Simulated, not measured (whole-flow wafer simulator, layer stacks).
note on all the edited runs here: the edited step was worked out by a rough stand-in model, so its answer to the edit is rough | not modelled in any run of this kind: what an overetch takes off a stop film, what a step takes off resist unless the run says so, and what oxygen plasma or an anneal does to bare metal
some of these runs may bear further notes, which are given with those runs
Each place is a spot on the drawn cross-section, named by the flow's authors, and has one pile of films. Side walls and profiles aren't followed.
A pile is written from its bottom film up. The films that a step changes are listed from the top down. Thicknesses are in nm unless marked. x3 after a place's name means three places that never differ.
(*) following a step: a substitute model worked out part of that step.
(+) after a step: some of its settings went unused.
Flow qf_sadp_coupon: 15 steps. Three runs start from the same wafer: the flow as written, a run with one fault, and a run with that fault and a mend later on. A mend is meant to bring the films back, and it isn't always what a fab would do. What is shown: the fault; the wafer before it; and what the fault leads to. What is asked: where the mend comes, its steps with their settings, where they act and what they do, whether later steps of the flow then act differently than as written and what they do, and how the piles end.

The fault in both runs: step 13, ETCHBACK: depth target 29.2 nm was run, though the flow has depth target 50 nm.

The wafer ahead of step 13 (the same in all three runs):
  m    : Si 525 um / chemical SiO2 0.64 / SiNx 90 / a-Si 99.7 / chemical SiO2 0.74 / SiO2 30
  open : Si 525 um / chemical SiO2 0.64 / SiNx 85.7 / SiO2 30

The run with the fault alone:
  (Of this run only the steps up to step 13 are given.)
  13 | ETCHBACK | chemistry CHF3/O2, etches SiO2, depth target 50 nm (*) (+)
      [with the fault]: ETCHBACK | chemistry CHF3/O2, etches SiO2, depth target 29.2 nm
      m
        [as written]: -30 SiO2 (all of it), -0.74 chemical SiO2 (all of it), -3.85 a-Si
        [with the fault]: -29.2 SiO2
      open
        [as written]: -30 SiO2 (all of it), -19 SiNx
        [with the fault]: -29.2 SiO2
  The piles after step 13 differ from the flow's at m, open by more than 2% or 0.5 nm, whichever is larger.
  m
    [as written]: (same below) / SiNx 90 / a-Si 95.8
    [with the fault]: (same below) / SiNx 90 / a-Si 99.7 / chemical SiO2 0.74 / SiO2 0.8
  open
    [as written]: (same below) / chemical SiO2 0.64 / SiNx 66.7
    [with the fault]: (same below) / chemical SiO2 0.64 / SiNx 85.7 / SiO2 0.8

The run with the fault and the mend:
  The mend follows step 13.
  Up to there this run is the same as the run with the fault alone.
  13a | ETCHBACK | chemistry CHF3/O2, etches SiO2, depth target 20.8 nm (*) (+) (a further turn of the flow's step 13, with different settings)
      m
        -0.8 SiO2 (all of it), -0.74 chemical SiO2 (all of it), -3.85 a-Si
      open
        -0.8 SiO2 (all of it), -19 SiNx
  None of the later steps of the flow acts differently than as written at any place that is followed.
  At every place that both follow, the piles at the end match the flow's.
